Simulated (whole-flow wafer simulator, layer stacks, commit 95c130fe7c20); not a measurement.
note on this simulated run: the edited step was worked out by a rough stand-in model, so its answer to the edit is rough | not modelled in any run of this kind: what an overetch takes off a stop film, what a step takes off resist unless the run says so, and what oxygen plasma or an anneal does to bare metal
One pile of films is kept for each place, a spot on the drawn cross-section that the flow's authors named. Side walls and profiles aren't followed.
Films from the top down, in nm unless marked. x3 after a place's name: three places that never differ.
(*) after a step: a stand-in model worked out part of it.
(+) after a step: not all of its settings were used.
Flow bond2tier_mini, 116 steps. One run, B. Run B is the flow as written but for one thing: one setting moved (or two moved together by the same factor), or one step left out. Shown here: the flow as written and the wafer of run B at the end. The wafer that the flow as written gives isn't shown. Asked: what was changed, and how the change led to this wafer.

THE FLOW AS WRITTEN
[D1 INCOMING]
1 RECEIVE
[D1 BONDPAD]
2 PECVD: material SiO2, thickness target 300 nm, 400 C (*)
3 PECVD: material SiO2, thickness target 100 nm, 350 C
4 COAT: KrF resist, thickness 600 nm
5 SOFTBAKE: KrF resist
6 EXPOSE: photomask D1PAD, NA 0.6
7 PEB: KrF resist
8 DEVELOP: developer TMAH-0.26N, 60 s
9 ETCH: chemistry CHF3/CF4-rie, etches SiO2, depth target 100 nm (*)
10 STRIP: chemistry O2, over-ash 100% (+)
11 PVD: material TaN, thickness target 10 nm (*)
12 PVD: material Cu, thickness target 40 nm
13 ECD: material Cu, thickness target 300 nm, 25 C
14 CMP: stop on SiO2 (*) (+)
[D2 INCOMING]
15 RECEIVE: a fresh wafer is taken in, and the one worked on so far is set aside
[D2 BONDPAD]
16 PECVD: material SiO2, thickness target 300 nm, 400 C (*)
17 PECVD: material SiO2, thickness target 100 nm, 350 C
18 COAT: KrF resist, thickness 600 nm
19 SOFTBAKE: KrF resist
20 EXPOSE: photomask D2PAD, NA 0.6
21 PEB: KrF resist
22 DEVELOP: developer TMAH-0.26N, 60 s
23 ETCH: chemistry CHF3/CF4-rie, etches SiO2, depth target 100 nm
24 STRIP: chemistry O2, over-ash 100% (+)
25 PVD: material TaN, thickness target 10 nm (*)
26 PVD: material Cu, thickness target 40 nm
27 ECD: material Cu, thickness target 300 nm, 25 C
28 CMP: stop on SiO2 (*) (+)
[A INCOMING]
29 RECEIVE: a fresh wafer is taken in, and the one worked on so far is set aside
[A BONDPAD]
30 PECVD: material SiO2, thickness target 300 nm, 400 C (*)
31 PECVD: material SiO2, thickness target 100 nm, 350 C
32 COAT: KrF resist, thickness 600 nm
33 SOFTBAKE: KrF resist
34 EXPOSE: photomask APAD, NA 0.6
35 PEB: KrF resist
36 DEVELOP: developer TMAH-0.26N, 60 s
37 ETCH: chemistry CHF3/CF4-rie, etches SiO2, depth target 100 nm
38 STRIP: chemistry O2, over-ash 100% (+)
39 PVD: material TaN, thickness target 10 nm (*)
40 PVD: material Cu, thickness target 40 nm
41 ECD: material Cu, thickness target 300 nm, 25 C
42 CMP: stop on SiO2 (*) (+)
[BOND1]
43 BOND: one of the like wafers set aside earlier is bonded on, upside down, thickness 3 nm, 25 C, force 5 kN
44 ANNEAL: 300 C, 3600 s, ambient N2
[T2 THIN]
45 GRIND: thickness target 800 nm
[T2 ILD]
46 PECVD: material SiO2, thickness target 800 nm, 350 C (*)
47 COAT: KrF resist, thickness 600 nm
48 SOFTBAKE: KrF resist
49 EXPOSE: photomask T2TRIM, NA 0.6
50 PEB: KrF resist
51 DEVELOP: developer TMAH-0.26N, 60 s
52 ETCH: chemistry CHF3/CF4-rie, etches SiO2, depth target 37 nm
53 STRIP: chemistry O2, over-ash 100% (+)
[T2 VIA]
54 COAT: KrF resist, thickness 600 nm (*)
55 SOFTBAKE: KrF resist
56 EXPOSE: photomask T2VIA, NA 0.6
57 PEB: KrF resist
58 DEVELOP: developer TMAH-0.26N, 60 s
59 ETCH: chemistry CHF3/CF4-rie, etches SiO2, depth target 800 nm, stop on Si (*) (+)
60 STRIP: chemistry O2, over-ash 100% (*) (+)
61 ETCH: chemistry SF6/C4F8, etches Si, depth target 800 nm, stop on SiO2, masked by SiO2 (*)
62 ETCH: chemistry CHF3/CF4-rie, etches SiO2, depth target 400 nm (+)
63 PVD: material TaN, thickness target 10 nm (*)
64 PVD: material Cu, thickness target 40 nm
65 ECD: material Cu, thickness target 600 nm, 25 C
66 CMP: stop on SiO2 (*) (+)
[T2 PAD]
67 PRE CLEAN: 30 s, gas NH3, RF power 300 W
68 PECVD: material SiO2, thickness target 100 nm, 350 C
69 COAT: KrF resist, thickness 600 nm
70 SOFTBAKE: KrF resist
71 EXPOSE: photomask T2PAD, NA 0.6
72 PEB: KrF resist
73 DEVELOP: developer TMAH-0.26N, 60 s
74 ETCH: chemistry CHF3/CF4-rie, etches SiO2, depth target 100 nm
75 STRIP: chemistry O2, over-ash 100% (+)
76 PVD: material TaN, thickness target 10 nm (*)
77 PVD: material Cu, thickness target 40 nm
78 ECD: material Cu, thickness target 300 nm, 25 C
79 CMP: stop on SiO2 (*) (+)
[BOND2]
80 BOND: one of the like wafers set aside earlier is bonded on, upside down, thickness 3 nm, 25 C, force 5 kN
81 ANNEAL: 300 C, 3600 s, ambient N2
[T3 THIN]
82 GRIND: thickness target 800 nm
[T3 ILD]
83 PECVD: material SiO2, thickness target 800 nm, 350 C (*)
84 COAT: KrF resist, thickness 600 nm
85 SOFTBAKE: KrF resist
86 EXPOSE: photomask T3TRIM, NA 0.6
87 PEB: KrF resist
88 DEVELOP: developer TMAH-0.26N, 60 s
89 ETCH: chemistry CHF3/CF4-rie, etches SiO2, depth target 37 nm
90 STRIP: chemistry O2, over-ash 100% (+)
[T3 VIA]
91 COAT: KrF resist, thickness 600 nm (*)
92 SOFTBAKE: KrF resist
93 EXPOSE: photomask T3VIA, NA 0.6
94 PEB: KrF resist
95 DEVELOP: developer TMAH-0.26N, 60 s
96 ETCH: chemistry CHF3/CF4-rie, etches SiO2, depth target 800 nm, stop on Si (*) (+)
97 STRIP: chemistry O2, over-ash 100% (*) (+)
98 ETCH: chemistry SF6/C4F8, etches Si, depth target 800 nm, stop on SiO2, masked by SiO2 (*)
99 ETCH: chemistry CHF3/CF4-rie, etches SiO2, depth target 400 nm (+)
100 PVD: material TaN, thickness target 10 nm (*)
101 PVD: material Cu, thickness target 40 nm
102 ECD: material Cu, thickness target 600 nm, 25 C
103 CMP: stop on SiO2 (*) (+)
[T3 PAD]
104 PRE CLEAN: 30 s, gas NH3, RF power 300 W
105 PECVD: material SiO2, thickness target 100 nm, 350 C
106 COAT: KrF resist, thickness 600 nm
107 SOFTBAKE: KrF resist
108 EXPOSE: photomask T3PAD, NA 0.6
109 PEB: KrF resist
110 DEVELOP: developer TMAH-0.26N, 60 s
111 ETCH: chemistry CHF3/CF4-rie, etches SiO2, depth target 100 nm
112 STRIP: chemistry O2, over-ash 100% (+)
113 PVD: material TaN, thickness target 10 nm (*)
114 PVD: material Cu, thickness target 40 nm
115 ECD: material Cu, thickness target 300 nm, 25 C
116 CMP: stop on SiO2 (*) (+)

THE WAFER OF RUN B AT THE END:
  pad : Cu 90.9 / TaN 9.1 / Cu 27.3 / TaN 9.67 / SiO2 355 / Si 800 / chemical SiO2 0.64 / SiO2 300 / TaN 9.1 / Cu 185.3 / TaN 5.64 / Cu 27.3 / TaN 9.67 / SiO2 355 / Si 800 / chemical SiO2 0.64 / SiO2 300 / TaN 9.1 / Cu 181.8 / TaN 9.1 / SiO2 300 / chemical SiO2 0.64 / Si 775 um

The cause: step 76, PVD: thickness target 6.2 nm was run, where the flow has thickness target 10 nm.

How the change led to this, step by step:
  76 PVD: material TaN, thickness target 10 nm (*)
      field: TaN +6.2 (new film) (as written it would be: TaN +10 (new film))
      pad: TaN +5.64 (new film) (as written it would be: TaN +9.1 (new film))
  79 CMP: stop on SiO2 (*) (+)
      field: Cu -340 (all of it), TaN -6.2 (all of it) (as written it would be: Cu -340 (all of it), TaN -10 (all of it))
